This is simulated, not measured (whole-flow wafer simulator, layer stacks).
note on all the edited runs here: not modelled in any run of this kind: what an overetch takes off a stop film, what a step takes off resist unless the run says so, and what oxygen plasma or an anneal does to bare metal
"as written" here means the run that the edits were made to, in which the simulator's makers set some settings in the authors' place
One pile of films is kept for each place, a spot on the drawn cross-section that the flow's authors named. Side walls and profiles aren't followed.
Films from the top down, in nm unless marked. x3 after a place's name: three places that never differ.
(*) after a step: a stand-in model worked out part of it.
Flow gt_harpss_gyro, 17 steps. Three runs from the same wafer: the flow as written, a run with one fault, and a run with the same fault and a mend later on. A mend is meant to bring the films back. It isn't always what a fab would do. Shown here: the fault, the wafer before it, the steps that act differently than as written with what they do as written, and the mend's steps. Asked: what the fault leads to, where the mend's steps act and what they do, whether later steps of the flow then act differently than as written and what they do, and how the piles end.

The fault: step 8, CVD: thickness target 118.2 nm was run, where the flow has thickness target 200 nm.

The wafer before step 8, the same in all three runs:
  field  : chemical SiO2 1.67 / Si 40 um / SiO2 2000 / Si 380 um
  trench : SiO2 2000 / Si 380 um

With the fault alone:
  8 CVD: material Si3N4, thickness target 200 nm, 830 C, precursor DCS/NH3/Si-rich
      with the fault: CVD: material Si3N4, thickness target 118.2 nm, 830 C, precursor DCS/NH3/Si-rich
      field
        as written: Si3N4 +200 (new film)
        with the fault: Si3N4 +118.2 (new film)
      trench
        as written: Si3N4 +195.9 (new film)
        with the fault: Si3N4 +116 (new film)
  Later steps of the flow that act differently than as written:
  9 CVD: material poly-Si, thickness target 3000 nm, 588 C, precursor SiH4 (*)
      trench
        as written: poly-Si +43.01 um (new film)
        with the fault: poly-Si +43 um (new film)
  At the end the piles differ from the flow's by more than 2% or 0.5 nm, whichever is larger, at field, trench.
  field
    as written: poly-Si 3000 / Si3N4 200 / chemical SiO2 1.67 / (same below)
    with the fault: poly-Si 3000 / Si3N4 118.2 / chemical SiO2 1.67 / (same below)
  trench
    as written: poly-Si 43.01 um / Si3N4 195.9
    with the fault: poly-Si 43 um / Si3N4 116

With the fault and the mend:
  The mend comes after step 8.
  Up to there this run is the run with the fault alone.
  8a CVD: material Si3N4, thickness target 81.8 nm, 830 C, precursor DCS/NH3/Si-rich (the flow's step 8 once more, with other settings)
      field
        Si3N4 +81.8
      trench
        Si3N4 +79.9
  No later step of the flow acts differently than as written at any place that is followed.
  At the end the piles differ from the flow's only slightly at the places that both follow, by at most 2% or 0.5 nm, whichever is larger.
